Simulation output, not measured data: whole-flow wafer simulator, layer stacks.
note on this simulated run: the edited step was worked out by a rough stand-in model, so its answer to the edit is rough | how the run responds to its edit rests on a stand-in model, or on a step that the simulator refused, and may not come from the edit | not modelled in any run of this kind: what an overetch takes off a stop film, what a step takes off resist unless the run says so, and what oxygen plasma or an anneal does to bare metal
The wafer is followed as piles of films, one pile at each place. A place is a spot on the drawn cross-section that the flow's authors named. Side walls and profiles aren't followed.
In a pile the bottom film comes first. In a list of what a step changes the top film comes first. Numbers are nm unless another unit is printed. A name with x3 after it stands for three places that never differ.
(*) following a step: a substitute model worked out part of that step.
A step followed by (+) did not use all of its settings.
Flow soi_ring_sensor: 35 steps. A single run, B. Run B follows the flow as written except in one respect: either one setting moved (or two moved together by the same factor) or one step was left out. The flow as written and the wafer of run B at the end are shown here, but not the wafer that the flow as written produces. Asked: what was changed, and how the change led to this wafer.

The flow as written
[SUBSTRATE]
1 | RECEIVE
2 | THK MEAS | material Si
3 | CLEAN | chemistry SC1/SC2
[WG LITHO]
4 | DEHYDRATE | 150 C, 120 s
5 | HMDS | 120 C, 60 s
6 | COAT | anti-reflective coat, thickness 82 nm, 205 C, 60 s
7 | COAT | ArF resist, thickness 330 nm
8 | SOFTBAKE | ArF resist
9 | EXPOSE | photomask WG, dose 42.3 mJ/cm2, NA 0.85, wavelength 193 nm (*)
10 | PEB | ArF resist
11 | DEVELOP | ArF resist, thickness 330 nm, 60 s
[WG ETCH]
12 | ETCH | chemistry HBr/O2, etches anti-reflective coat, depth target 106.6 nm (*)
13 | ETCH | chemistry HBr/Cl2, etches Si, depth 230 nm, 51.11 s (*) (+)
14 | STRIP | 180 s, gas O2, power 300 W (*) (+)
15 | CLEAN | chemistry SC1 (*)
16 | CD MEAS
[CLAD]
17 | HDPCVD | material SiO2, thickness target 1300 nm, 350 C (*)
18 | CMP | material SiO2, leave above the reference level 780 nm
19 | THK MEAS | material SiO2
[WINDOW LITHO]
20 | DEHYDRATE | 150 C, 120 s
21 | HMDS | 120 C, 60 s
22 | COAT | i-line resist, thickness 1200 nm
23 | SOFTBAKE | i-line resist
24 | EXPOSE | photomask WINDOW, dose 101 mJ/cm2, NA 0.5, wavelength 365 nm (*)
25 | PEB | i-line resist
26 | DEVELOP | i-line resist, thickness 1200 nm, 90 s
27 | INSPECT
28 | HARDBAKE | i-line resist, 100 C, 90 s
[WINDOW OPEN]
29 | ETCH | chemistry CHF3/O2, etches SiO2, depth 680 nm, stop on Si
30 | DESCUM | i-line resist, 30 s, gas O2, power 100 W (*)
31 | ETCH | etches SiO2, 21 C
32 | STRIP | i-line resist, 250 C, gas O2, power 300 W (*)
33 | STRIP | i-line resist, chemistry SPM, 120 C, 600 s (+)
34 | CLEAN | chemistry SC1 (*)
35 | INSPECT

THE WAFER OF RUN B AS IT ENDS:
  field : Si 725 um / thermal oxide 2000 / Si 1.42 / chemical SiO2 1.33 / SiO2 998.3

What caused this: step 13, ETCH: depth 218 nm was run, though the flow has depth 230 nm.

The path from the change to this, step by step:
  13 | ETCH | chemistry HBr/Cl2, etches Si, depth 230 nm, 51.11 s (*) (+)
      gap x2, field, gap_clad: Si loses 218 (in the flow as written it would be: Si loses 220 (all of it), thermal oxide loses 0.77)
  14 | STRIP | 180 s, gas O2, power 300 W (*) (+)
      gap x2, field, gap_clad: chemical SiO2 gains 1.33 (new film), Si loses 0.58 (in the flow as written it would be: nothing)
